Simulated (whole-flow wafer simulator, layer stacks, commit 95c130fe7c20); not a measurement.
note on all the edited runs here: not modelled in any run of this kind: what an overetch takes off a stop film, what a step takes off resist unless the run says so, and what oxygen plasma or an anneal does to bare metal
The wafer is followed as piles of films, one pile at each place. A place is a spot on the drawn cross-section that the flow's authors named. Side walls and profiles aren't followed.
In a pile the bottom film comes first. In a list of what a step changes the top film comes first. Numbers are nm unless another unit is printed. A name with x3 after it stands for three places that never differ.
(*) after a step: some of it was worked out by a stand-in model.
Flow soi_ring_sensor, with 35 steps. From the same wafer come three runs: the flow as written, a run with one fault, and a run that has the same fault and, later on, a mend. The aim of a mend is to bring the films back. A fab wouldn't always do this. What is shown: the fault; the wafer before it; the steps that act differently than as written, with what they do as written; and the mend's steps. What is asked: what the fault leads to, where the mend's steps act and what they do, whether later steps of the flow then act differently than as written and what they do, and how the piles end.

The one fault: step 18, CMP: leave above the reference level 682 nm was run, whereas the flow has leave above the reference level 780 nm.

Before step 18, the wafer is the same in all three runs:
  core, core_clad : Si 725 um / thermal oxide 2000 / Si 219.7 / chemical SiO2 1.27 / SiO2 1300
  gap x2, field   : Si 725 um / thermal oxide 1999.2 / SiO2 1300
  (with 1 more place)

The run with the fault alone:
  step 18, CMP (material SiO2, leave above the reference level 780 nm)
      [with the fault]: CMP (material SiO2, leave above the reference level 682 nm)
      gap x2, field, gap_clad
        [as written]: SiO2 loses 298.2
        [with the fault]: SiO2 loses 396.2
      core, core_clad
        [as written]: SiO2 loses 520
        [with the fault]: SiO2 loses 618
  Steps further on in the flow that do not act as written:
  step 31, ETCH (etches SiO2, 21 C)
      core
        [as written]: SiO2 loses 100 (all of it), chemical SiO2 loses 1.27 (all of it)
        [with the fault]: SiO2 loses 2 (all of it), chemical SiO2 loses 1.27 (all of it)
  The piles end different from the flow's at field, core_clad by more than 2% or 0.5 nm, whichever is larger.
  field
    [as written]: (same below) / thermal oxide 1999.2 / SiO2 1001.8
    [with the fault]: (same below) / thermal oxide 1999.2 / SiO2 903.8
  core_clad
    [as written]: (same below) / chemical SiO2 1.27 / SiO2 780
    [with the fault]: (same below) / chemical SiO2 1.27 / SiO2 682

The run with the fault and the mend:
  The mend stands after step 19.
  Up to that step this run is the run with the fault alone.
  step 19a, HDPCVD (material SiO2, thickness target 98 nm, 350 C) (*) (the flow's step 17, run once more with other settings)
      core, gap x2, field, core_clad, gap_clad
        SiO2 gains 98
  Every later step of the flow that is run acts as written at every place that is followed.
  The piles end the same as the flow's at every place that both follow.
